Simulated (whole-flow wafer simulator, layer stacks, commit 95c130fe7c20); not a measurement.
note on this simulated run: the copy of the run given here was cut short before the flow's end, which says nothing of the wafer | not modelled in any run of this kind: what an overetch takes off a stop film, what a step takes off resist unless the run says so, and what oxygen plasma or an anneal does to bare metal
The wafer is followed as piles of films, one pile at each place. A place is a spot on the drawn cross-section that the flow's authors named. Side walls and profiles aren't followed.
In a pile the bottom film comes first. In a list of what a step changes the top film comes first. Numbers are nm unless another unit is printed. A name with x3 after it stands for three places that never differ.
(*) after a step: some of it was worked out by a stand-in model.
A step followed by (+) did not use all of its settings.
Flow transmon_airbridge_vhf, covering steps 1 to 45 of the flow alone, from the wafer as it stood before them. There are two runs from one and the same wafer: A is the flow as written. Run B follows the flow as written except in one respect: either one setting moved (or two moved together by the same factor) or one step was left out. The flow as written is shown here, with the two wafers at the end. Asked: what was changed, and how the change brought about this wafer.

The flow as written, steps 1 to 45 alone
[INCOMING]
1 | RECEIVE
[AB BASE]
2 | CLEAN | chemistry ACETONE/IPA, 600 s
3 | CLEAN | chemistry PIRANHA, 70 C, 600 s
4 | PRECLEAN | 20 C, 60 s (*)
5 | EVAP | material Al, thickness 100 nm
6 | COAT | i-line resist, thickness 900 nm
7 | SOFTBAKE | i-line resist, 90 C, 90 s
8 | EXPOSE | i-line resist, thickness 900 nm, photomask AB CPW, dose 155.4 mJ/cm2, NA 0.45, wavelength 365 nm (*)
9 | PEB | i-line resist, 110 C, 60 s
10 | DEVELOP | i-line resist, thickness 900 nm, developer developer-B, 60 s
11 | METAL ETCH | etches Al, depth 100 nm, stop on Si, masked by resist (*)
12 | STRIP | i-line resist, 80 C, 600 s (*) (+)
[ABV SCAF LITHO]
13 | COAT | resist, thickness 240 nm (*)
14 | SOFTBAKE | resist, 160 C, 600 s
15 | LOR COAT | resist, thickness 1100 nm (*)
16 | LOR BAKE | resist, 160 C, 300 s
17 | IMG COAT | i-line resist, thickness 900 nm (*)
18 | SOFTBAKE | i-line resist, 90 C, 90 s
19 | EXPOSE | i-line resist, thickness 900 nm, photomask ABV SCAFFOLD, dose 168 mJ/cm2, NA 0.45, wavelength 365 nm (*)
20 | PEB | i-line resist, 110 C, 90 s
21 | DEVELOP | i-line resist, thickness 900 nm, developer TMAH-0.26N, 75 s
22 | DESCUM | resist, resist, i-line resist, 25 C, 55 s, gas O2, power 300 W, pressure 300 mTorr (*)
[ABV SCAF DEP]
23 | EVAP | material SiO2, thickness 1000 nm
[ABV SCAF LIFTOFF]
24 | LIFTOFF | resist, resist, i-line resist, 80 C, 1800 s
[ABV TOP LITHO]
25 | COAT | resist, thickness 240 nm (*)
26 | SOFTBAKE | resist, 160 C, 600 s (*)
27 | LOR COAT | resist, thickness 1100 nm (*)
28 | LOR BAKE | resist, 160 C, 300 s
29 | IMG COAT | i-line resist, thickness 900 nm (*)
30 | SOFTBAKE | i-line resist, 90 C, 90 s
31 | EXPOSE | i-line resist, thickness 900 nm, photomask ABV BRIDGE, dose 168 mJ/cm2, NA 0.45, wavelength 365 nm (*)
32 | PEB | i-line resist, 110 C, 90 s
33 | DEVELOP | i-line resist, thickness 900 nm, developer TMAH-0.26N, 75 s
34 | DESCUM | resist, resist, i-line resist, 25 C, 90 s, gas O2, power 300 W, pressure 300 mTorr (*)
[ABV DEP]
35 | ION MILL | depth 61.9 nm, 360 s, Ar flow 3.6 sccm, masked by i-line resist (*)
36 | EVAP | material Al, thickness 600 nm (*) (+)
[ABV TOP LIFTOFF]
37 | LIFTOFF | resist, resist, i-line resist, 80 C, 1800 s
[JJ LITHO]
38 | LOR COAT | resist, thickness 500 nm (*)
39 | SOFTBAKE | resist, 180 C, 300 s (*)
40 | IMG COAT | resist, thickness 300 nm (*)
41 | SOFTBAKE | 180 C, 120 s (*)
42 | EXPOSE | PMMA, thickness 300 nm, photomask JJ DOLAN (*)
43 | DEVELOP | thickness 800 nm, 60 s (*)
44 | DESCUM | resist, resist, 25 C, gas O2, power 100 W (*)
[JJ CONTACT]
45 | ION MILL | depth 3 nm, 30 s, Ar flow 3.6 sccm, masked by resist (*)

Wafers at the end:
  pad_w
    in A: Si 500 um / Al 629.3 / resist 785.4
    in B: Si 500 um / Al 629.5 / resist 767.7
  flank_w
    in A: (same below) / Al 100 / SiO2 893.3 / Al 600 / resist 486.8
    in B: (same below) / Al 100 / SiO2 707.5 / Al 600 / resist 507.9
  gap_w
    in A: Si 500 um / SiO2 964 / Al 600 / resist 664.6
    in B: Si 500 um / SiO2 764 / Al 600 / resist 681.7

The reason: step 23, EVAP: thickness 800 nm was run, whereas the flow has thickness 1000 nm.

How this came from the change, step by step:
  23 | EVAP | material SiO2, thickness 1000 nm
      field x3, jj_line, ground_far and 10 more: A SiO2 gains 1000 (new film) | B SiO2 gains 800 (new film)
      flank_w, flank_e: A SiO2 gains 929.3 (new film) | B SiO2 gains 743.5 (new film)
  24 | LIFTOFF | resist, resist, i-line resist, 80 C, 1800 s
      field x3, jj_line, trace_open_s x2: A SiO2 loses 1000 (all of it), i-line resist loses 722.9 (all of it), resist loses 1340 (all of it) | B SiO2 loses 800 (all of it), i-line resist loses 722.9 (all of it), resist loses 1340 (all of it)
      pad_w, pad_e: A SiO2 loses 1000 (all of it), i-line resist loses 718 (all of it), resist loses 1330.2 (all of it) | B SiO2 loses 800 (all of it), i-line resist loses 718 (all of it), resist loses 1330.2 (all of it)
      (also at 1 further place)
  25 | COAT | resist, thickness 240 nm (*)
      flank_w, flank_e: A resist gains 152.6 (new film) | B resist gains 159.3 (new film)
      gap_w, gap_e: A resist gains 210.7 (new film) | B resist gains 219.4 (new film)
      (also at 6 further places)
  27 | LOR COAT | resist, thickness 1100 nm (*)
      gap_w, gap_e: A resist gains 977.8 | B resist gains 1005.4
      margin_s, margin_n: A resist gains 823.4 | B resist gains 871.6
      (also at 6 further places)
  29 | IMG COAT | i-line resist, thickness 900 nm (*)
      gap_w, gap_e: A i-line resist gains 681.7 (new film) | B i-line resist gains 730.2 (new film)
      margin_s, margin_n: A i-line resist gains 603.2 (new film) | B i-line resist gains 666.5 (new film)
      (also at 5 further places)
  32 | PEB | i-line resist, 110 C, 90 s
      flank_w, flank_e: A i-line resist loses 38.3 | B i-line resist loses 40.3
      gap_w, gap_e: A i-line resist loses 34.7 | B i-line resist loses 37.3
      (also at 5 further places)
  33 | DEVELOP | i-line resist, thickness 900 nm, developer TMAH-0.26N, 75 s
      gap_w, gap_e: A i-line resist loses 646.9 (all of it), resist loses 977.8 | B i-line resist loses 692.9 (all of it), resist loses 1005.4
      pad_w: A i-line resist loses 937.2 (all of it), resist loses 1247.8 | B i-line resist loses 920.3 (all of it), resist loses 1216.6
      (also at 5 further places)
  34 | DESCUM | resist, resist, i-line resist, 25 C, 90 s, gas O2, power 300 W, pressure 300 mTorr (*)
      flank_w, flank_e: A resist loses 152.6 (all of it) | B resist loses 159.3 (all of it)
      gap_w, gap_e: A resist loses 210.7 (all of it) | B resist loses 219.4 (all of it)
      (also at 4 further places)
  37 | LIFTOFF | resist, resist, i-line resist, 80 C, 1800 s
      margin_s, margin_n: A Al loses 600 (all of it), i-line resist loses 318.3 (all of it), resist loses 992 (all of it) | B Al loses 600 (all of it), i-line resist loses 378.3 (all of it), resist loses 1051.7 (all of it)
      ground_far: A Al loses 600 (all of it), i-line resist loses 717.9 (all of it), resist loses 1384.9 (all of it) | B Al loses 600 (all of it), i-line resist loses 693 (all of it), resist loses 1378.2 (all of it)
  38 | LOR COAT | resist, thickness 500 nm (*)
      pad_w, pad_e: A resist gains 517 (new film) | B resist gains 504.9 (new film)
      flank_w, flank_e: A resist gains 306.5 (new film) | B resist gains 321.3 (new film)
      (also at 3 further places)
  40 | IMG COAT | resist, thickness 300 nm (*)
      flank_w, flank_e: A resist gains 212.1 | B resist gains 218.4
      gap_w, gap_e: A resist gains 245.7 | B resist gains 254.2
      (also at 4 further places)
